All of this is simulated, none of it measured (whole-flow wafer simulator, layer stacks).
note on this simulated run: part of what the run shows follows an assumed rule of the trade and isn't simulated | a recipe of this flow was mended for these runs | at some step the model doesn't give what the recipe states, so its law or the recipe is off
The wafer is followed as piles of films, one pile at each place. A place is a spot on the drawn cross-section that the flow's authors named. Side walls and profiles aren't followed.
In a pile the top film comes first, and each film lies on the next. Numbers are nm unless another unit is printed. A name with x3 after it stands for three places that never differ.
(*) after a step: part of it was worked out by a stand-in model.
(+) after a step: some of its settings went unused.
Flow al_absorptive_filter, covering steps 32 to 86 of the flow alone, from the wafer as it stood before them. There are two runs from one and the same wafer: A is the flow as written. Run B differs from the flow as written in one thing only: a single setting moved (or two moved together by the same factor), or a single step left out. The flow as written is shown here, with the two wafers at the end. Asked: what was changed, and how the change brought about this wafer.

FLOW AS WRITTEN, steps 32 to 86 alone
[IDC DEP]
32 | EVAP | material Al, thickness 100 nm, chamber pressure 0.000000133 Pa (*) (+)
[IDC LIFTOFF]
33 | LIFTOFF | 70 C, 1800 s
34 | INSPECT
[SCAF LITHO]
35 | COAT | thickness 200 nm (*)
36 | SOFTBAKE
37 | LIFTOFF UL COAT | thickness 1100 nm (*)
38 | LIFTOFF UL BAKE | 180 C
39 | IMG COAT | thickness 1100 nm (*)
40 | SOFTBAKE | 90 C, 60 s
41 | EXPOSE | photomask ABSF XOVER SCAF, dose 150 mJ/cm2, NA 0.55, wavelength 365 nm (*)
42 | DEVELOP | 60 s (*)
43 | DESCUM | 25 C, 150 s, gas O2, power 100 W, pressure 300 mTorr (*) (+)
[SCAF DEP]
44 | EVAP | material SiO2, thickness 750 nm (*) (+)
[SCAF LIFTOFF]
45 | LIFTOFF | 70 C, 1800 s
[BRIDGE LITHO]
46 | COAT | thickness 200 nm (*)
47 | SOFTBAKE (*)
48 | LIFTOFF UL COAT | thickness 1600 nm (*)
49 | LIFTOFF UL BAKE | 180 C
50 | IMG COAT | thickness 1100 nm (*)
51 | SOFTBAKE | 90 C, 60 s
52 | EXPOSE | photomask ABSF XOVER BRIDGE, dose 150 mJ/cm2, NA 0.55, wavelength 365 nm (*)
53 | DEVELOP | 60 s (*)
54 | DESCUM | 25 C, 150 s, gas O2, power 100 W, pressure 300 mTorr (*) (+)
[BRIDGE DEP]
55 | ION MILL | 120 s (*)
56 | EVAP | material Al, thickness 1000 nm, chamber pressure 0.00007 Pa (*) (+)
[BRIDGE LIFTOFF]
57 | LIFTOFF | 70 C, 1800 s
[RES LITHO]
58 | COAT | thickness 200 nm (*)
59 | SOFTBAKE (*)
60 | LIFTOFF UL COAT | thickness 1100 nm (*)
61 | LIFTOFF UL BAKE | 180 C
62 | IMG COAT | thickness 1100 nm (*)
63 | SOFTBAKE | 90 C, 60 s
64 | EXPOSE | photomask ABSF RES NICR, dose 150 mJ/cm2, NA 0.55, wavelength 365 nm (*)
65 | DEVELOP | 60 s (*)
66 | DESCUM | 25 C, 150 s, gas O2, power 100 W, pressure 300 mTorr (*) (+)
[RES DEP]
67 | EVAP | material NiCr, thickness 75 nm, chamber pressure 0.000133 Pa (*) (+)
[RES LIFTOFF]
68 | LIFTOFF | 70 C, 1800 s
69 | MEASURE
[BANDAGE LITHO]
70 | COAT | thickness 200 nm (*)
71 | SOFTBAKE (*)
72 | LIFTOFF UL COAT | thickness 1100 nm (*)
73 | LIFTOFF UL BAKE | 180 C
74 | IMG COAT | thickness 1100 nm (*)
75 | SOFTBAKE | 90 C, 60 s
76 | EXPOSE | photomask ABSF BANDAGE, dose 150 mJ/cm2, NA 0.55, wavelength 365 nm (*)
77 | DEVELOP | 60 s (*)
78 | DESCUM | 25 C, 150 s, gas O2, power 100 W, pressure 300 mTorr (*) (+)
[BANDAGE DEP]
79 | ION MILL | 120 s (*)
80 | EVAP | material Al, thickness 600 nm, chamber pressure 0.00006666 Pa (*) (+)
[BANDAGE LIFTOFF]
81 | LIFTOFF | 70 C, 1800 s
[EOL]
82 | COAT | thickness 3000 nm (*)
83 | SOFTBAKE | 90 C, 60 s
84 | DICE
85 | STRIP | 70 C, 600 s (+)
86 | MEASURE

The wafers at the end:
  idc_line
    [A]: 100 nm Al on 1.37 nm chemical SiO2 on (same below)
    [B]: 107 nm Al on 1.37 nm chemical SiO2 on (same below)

What caused this: step 32, EVAP: thickness 107 nm was run, though the flow has thickness 100 nm.
The wafer lets one read it off: idc_line has Al 107, and step 32 as written asks for 100 nm.

How this came from the change, step by step:
  32 | EVAP | material Al, thickness 100 nm, chamber pressure 0.000000133 Pa (*) (+)
      gnd, pad_far, pad_near and 11 more: A +100 Al (new film) | B +107 Al (new film)
  33 | LIFTOFF | 70 C, 1800 s
      gnd, xa_field, xa_margin, xa_strip, xl_land, idc_field, idc_space: A -100 Al (all of it), -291 e-beam-resist (all of it) | B -107 Al (all of it), -291 e-beam-resist (all of it)
      pad_far: A -100 Al (all of it), -287 e-beam-resist (all of it) | B -107 Al (all of it), -287 e-beam-resist (all of it)
      (and at 5 other places as well)
  35 | COAT | thickness 200 nm (*)
      idc_line: A +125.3 acrylic-e-beam-resist (new film) | B +120.5 acrylic-e-beam-resist (new film)
  45 | LIFTOFF | 70 C, 1800 s
      idc_line: A -750 SiO2 (all of it), -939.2 i-line-resist (all of it), -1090 lift-off-underlayer (all of it), -125.3 acrylic-e-beam-resist (all of it) | B -750 SiO2 (all of it), -939.1 i-line-resist (all of it), -1088.9 lift-off-underlayer (all of it), -120.5 acrylic-e-beam-resist (all of it)
  46 | COAT | thickness 200 nm (*)
      idc_line: A +129.8 acrylic-e-beam-resist (new film) | B +125.5 acrylic-e-beam-resist (new film)
  57 | LIFTOFF | 70 C, 1800 s
      idc_line: A -1000 Al (all of it), -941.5 i-line-resist (all of it), -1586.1 lift-off-underlayer (all of it), -129.8 acrylic-e-beam-resist (all of it) | B -1000 Al (all of it), -941.5 i-line-resist (all of it), -1584.6 lift-off-underlayer (all of it), -125.5 acrylic-e-beam-resist (all of it)
  58 | COAT | thickness 200 nm (*)
      idc_line: A +129.8 acrylic-e-beam-resist (new film) | B +125.5 acrylic-e-beam-resist (new film)
  68 | LIFTOFF | 70 C, 1800 s
      idc_line: A -75 NiCr (all of it), -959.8 i-line-resist (all of it), -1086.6 lift-off-underlayer (all of it), -129.8 acrylic-e-beam-resist (all of it) | B -75 NiCr (all of it), -959.8 i-line-resist (all of it), -1085.2 lift-off-underlayer (all of it), -125.5 acrylic-e-beam-resist (all of it)
  70 | COAT | thickness 200 nm (*)
      idc_line: A +129.8 acrylic-e-beam-resist (new film) | B +125.5 acrylic-e-beam-resist (new film)
  81 | LIFTOFF | 70 C, 1800 s
      idc_line: A -600 Al (all of it), -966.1 i-line-resist (all of it), -1086.6 lift-off-underlayer (all of it), -129.8 acrylic-e-beam-resist (all of it) | B -600 Al (all of it), -966.1 i-line-resist (all of it), -1085.2 lift-off-underlayer (all of it), -125.5 acrylic-e-beam-resist (all of it)
